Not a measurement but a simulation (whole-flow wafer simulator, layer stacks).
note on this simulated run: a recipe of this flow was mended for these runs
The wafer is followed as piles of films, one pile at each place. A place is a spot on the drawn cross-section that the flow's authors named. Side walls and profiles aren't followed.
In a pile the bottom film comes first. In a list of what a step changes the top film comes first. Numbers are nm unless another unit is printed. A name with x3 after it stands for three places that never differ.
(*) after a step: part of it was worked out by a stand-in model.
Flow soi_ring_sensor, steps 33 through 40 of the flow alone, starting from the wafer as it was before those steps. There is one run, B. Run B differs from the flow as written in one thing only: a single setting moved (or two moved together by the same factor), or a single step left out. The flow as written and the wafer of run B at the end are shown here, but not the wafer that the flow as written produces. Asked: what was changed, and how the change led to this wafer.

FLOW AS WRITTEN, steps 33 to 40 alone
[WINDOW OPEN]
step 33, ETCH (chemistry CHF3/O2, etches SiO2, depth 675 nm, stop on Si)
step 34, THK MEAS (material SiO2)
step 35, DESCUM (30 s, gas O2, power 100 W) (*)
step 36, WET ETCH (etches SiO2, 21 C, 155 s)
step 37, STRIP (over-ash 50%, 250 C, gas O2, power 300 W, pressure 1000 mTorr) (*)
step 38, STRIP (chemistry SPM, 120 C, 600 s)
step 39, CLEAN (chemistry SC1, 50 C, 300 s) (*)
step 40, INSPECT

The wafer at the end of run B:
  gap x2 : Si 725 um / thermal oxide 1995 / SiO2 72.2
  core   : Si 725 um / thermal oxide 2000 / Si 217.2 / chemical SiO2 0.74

What caused this: step 36, WET ETCH: 108 s was run, though the flow has 155 s.

How this came from the change, step by step:
  step 36, WET ETCH (etches SiO2, 21 C, 155 s)
      gap x2: SiO2 loses 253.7 (it would be, as written: SiO2 loses 326.6 (all of it), thermal oxide loses 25)
      core: SiO2 loses 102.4 (all of it), chemical SiO2 loses 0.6 (all of it), Si loses 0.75 (it would be, as written: SiO2 loses 102.4 (all of it), chemical SiO2 loses 0.6 (all of it), Si loses 1.3)
  step 39, CLEAN (chemistry SC1, 50 C, 300 s) (*)
      gap x2: SiO2 loses 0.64 (it would be, as written: thermal oxide loses 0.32)
